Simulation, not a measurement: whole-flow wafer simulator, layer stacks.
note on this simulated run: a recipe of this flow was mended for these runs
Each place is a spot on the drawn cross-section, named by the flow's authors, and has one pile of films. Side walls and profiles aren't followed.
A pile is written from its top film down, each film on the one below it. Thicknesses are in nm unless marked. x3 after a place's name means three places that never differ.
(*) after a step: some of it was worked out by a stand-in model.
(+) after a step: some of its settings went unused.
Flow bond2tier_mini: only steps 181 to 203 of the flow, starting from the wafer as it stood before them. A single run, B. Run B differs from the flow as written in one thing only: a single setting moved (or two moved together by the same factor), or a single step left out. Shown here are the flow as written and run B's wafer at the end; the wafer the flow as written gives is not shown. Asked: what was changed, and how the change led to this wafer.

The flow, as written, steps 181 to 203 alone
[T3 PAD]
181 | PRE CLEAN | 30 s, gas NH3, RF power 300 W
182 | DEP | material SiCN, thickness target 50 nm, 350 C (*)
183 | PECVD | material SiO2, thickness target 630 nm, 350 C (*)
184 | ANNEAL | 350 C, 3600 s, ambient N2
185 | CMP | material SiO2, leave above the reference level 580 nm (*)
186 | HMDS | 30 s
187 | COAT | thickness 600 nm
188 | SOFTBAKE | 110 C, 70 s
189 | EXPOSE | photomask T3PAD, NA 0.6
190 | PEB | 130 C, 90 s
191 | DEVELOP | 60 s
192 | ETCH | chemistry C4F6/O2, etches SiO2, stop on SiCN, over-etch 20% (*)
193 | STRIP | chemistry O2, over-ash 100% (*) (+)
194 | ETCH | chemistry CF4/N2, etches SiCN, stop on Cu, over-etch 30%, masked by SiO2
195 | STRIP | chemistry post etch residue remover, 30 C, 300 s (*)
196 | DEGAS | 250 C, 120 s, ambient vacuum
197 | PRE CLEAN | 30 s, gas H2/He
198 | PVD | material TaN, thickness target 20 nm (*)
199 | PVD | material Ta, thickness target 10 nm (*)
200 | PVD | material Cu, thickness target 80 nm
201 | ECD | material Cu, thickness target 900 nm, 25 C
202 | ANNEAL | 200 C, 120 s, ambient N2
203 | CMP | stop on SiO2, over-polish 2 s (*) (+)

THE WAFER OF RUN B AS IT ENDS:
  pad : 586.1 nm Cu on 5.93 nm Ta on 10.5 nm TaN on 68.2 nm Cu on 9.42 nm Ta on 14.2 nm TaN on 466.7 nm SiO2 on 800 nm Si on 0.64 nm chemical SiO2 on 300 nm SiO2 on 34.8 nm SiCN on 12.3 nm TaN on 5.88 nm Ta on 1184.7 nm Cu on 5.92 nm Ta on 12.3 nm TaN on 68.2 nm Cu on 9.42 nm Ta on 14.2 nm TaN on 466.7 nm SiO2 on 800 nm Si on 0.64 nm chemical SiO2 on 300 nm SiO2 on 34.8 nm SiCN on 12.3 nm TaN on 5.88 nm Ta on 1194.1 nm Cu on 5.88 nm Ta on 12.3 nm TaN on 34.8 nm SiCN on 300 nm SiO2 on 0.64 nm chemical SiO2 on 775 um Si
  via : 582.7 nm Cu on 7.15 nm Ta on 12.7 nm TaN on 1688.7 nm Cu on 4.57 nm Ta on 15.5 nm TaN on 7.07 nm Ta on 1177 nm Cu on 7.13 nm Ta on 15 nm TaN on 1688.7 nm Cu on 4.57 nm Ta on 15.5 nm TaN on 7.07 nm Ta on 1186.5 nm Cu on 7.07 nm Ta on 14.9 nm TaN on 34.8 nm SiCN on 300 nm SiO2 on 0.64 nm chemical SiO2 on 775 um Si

What caused this: step 198, PVD: thickness target 17 nm was run, whereas the flow has thickness target 20 nm.

The path from the change to this, step by step:
  198 | PVD | material TaN, thickness target 20 nm (*)
      field: +17 TaN (new film) (in the flow as written it would be: +20 TaN (new film))
      pad: +10.5 TaN (new film) (in the flow as written it would be: +12.3 TaN (new film))
      (also at 1 further place)
  203 | CMP | stop on SiO2, over-polish 2 s (*) (+)
      field: -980 Cu (all of it), -10 Ta (all of it), -17 TaN (all of it) (in the flow as written it would be: -980 Cu (all of it), -10 Ta (all of it), -20 TaN (all of it))
